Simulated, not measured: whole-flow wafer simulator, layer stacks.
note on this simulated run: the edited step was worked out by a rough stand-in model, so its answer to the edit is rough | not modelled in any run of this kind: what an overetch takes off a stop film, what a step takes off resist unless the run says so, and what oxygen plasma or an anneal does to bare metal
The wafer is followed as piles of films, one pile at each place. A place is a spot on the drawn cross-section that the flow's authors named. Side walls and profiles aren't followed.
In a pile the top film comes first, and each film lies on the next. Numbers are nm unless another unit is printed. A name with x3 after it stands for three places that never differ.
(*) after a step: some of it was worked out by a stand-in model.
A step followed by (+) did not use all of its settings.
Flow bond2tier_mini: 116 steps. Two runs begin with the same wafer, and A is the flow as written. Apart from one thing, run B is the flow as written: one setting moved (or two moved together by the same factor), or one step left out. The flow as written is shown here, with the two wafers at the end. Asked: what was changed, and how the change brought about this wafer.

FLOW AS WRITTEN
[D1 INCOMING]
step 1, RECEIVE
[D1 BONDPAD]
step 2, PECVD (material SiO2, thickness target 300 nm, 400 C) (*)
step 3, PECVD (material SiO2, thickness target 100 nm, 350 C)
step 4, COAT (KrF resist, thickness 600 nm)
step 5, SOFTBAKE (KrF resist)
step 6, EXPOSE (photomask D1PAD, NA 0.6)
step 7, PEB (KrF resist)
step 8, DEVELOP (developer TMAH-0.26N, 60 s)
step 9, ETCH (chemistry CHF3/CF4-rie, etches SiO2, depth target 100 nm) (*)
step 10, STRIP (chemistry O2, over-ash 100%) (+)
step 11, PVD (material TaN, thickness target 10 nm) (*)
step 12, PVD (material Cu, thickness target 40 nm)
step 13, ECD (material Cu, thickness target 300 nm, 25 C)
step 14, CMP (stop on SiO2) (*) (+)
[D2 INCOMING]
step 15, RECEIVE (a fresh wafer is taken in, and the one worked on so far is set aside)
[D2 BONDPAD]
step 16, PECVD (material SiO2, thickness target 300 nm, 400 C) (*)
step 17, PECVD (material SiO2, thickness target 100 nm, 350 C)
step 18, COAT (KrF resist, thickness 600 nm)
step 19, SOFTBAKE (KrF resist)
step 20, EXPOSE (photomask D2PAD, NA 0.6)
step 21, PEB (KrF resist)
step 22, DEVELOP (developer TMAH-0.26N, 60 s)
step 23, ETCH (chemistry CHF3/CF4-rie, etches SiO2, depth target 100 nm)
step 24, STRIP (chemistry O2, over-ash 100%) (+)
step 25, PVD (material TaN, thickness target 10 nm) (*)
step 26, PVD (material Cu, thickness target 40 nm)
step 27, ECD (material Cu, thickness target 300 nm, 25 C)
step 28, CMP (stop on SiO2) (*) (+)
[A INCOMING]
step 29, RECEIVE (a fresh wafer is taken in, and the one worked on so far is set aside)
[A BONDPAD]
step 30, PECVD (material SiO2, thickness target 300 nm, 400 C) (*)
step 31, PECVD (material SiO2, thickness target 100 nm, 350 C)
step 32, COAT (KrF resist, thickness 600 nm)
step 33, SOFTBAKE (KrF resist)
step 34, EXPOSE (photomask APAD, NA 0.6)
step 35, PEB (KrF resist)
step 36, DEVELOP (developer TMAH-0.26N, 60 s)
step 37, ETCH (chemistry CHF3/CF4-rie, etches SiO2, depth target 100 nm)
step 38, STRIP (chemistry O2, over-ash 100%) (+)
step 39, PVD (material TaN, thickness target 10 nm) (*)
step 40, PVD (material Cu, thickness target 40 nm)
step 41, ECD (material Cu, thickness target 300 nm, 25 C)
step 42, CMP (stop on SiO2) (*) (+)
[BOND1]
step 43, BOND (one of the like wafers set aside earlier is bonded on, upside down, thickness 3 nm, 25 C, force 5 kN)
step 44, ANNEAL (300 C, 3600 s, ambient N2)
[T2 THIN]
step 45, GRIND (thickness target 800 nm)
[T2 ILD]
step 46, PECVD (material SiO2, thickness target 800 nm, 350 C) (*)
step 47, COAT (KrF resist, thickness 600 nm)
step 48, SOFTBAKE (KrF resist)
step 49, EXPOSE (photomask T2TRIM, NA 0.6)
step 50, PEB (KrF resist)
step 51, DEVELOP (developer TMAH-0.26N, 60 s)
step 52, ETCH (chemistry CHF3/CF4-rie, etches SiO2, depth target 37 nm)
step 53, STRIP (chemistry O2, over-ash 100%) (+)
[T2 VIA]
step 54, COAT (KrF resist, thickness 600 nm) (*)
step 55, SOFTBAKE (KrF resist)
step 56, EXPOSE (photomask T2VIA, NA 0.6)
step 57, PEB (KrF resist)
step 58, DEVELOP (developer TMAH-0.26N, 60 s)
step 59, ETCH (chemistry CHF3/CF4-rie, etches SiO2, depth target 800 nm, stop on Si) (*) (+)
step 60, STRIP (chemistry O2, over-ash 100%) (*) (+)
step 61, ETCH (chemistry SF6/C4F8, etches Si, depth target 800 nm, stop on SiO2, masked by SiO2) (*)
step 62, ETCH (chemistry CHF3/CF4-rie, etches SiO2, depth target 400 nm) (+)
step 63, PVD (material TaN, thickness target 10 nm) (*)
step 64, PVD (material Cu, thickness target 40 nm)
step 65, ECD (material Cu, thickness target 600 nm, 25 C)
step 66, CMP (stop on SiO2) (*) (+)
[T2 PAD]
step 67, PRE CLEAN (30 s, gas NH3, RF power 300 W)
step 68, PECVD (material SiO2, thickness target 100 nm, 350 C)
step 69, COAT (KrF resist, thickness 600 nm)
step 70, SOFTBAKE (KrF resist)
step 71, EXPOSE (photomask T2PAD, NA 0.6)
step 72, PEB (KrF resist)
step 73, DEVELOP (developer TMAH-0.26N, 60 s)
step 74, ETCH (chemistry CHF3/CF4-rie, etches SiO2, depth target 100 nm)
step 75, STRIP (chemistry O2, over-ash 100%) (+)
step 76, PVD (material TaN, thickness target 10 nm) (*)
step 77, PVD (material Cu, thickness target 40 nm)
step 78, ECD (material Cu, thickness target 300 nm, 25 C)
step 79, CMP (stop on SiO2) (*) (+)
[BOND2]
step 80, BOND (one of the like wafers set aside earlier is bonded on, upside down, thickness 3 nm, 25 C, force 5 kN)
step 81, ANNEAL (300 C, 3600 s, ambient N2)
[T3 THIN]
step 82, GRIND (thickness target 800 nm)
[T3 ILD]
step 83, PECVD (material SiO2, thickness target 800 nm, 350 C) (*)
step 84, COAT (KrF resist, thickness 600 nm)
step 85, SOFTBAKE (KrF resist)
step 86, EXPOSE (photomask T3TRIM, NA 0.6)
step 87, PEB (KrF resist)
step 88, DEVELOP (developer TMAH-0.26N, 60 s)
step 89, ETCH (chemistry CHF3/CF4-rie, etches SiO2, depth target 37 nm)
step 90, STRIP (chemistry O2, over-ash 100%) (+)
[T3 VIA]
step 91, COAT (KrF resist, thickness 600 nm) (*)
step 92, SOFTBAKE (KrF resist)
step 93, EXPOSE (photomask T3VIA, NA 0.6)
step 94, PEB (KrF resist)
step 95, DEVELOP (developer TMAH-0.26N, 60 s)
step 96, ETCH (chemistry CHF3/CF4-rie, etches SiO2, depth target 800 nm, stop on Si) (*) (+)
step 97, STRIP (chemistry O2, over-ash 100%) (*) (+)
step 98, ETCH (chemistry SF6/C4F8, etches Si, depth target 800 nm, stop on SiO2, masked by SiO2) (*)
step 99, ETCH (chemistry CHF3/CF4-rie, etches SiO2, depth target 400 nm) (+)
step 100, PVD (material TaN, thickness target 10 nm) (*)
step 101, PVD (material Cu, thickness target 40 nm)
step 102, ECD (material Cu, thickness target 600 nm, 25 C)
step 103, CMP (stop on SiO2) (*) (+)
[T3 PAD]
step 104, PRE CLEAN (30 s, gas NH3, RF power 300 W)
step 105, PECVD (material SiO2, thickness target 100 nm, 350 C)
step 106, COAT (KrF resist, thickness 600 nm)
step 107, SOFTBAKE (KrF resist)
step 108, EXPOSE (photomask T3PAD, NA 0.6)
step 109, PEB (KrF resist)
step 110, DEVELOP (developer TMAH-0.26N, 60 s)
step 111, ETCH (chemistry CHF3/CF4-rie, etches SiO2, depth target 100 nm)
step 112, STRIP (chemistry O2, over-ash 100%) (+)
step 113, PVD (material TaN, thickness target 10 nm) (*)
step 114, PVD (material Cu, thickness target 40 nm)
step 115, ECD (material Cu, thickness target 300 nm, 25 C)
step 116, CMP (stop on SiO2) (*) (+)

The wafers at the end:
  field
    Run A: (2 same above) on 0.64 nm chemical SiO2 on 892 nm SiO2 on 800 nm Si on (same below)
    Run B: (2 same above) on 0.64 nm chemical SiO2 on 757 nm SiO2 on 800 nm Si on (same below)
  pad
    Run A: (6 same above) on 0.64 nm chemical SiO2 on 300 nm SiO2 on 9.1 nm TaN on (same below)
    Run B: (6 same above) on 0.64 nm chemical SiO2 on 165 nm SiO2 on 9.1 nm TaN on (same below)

The reason: step 16, PECVD: thickness target 165 nm was run, though the flow has thickness target 300 nm.
The wafer lets one read it off: pad has SiO2 165, and step 16 as written asks for 300 nm.

The path from the change to this, step by step:
  step 16, PECVD (material SiO2, thickness target 300 nm, 400 C) (*)
      field, pad, via: A +300 SiO2 (new film) | B +165 SiO2 (new film)
  step 80, BOND (one of the like wafers set aside earlier is bonded on, upside down, thickness 3 nm, 25 C, force 5 kN)
      field: A +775 um Si (new film), +0.64 chemical SiO2 (new film), +400 SiO2 | B +775 um Si (new film), +0.64 chemical SiO2 (new film), +265 SiO2
      pad: A +775 um Si (new film), +0.64 chemical SiO2 (new film), +300 SiO2 (new film), +9.1 TaN (new film), +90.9 Cu | B +775 um Si (new film), +0.64 chemical SiO2 (new film), +165 SiO2 (new film), +9.1 TaN (new film), +90.9 Cu
